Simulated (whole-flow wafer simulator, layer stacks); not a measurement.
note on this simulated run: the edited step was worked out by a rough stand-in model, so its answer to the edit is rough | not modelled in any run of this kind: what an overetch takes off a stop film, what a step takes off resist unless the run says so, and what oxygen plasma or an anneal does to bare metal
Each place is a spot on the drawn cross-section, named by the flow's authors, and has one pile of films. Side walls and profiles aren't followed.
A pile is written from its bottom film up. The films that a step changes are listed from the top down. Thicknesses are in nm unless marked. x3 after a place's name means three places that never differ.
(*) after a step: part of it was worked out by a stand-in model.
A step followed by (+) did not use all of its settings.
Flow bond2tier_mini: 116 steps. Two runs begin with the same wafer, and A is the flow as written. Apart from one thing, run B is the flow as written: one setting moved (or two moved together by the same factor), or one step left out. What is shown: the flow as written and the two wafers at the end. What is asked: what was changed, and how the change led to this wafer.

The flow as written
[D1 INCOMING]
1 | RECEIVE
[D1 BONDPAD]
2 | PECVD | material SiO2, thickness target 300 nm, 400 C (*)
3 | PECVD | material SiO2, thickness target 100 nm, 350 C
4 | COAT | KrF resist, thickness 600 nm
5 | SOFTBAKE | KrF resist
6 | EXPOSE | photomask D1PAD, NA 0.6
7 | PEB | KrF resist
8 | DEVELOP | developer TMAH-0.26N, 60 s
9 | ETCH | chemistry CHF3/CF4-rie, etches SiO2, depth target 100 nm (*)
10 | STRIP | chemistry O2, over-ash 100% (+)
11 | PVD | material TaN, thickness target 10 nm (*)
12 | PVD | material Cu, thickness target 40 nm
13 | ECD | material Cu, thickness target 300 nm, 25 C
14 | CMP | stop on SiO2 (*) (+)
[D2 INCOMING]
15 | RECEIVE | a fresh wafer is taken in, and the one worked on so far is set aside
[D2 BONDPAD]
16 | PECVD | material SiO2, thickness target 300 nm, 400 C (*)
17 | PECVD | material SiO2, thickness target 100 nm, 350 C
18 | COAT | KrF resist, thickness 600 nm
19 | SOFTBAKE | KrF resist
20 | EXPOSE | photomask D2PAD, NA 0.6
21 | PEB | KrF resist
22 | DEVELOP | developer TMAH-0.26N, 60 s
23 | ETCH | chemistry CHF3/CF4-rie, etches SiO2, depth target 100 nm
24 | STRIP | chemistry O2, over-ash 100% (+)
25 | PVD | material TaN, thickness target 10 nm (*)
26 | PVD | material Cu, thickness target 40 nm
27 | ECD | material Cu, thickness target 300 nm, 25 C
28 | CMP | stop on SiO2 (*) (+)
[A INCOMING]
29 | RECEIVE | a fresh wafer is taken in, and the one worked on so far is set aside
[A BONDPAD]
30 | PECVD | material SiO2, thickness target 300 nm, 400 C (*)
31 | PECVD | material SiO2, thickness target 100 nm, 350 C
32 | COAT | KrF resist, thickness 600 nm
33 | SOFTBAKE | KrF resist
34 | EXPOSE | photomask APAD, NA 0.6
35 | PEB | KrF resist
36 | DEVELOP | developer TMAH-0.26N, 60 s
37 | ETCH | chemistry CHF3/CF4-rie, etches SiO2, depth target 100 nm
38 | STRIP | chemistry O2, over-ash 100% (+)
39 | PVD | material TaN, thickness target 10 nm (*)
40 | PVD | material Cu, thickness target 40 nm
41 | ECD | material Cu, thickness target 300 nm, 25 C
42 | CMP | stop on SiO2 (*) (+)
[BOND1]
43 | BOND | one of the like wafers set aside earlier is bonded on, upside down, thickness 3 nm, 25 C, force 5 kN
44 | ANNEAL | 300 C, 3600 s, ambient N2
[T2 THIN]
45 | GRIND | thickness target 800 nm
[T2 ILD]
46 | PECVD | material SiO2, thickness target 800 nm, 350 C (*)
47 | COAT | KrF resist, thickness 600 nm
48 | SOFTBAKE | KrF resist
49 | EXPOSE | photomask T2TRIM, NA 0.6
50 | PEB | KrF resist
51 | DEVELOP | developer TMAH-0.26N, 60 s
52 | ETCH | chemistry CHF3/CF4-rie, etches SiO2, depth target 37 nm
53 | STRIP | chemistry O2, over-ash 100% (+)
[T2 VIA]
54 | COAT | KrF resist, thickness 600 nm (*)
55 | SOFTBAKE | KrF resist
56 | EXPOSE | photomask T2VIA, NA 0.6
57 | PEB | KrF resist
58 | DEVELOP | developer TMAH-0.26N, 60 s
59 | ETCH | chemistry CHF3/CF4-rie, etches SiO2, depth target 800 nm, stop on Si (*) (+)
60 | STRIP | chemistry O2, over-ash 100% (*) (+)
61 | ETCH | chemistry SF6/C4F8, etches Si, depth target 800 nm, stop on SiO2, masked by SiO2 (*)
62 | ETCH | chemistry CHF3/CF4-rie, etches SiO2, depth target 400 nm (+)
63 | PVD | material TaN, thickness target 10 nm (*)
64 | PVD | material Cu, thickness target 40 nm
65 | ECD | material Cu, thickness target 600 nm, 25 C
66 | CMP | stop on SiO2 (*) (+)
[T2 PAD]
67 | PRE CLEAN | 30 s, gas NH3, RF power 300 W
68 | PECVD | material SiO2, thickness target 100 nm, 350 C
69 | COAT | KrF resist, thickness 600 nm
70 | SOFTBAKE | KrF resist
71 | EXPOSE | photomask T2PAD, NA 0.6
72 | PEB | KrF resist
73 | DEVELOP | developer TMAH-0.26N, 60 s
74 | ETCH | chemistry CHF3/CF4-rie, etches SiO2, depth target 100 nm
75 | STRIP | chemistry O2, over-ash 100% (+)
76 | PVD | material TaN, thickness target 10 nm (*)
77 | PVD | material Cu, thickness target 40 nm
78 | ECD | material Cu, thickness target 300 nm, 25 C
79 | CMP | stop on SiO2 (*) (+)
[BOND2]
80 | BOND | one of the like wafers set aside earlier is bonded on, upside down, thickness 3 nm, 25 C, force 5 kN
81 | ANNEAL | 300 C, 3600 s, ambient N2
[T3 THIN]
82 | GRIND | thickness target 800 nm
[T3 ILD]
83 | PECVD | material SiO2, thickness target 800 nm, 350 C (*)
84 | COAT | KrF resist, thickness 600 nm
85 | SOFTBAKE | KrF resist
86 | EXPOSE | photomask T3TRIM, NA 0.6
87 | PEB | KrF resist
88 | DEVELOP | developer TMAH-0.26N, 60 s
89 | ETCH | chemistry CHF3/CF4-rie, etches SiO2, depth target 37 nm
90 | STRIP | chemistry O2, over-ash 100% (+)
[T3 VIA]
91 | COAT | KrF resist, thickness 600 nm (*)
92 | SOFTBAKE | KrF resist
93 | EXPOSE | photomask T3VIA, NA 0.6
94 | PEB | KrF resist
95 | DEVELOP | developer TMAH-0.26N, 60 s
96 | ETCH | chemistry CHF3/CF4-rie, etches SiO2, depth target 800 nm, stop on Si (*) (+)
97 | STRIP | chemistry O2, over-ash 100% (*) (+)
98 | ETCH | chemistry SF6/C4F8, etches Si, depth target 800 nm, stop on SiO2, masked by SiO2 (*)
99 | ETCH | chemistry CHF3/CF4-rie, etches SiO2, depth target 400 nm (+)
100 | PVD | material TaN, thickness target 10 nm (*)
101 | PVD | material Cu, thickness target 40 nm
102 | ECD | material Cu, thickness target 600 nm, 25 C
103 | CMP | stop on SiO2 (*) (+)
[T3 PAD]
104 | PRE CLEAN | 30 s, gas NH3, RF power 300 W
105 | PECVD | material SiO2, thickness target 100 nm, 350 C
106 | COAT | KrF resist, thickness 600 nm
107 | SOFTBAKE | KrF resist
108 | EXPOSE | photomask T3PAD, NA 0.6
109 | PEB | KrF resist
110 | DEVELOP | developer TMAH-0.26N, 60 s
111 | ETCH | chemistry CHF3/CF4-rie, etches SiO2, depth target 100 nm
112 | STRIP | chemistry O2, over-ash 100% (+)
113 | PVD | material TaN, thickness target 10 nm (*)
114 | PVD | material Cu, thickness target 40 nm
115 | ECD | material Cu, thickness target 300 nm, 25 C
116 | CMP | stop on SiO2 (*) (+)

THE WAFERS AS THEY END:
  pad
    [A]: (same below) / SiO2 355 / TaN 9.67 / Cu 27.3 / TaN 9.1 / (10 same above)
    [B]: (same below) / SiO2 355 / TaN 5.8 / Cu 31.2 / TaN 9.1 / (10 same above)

What caused this: step 63, PVD: thickness target 6 nm was run, whereas the flow has thickness target 10 nm.

How this came from the change, step by step:
  63 | PVD | material TaN, thickness target 10 nm (*)
      field: A TaN gains 10 (new film) | B TaN gains 6 (new film)
      pad: A TaN gains 9.67 (new film) | B TaN gains 5.8 (new film)
  66 | CMP | stop on SiO2 (*) (+)
      field: A Cu loses 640 (all of it), TaN loses 10 (all of it) | B Cu loses 640 (all of it), TaN loses 6 (all of it)
